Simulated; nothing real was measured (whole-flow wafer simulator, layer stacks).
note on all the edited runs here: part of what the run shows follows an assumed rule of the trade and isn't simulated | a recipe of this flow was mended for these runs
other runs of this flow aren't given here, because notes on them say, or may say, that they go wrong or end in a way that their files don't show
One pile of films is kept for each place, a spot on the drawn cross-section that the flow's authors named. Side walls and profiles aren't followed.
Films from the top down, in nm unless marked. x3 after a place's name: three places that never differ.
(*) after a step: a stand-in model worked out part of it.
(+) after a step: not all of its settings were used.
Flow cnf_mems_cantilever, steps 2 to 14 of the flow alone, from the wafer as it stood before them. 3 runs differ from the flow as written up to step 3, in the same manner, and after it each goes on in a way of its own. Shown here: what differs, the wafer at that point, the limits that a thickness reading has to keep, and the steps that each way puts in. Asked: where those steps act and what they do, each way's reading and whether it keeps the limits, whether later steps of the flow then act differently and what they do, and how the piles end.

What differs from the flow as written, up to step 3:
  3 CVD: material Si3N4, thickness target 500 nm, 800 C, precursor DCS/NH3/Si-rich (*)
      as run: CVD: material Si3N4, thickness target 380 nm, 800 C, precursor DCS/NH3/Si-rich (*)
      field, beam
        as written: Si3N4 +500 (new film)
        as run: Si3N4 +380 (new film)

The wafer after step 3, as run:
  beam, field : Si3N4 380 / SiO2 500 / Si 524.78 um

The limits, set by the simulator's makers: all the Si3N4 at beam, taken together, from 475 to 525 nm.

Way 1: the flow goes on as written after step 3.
  The reading after step 3: 380 nm, outside the limits.
  Later steps of the flow that act differently than as written (1 more step differs only slightly, by at most 2% or 0.5 nm, whichever is larger, and isn't shown):
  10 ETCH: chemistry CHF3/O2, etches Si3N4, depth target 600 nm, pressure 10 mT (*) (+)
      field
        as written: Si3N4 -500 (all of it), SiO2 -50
        this way: Si3N4 -380 (all of it), SiO2 -110
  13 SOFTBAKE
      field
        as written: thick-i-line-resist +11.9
        this way: thick-i-line-resist +10.4
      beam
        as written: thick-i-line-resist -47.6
        this way: thick-i-line-resist -41.5
  At the end the piles differ from the flow's by more than 2% or 0.5 nm, whichever is larger, at field, beam.
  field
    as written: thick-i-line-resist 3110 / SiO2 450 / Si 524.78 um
    this way: thick-i-line-resist 3098 / SiO2 390 / Si 524.78 um
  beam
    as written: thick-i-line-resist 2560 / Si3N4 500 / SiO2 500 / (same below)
    this way: thick-i-line-resist 2608 / Si3N4 380 / SiO2 500 / (same below)

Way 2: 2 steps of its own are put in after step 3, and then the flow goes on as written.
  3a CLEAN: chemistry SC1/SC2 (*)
      changes no film at any place that is followed
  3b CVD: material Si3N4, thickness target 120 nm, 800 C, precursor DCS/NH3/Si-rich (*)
      field, beam
        Si3N4 +120
  The reading after step 3b: 500 nm, within the limits.
  No later step of the flow acts differently than as written at any place that is followed.
  At the end the piles are the same as the flow's at every place that both follow.

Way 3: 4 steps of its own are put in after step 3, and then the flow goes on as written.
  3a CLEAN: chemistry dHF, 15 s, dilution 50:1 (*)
      field, beam
        Si3N4 -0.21
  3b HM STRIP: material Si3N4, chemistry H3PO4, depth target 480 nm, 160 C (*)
      field, beam
        Si3N4 -379.8 (all of it), SiO2 -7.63
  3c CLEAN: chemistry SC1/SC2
      changes no film at any place that is followed
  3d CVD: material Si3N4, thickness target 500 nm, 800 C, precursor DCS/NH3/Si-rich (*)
      field, beam
        Si3N4 +500 (new film)
  The reading after step 3d: 500 nm, within the limits.
  No later step of the flow acts differently than as written at any place that is followed.
  At the end the piles differ from the flow's only slightly at the places that both follow, by at most 2% or 0.5 nm, whichever is larger.

Within the limits: way 2, way 3. Outside them: way 1.
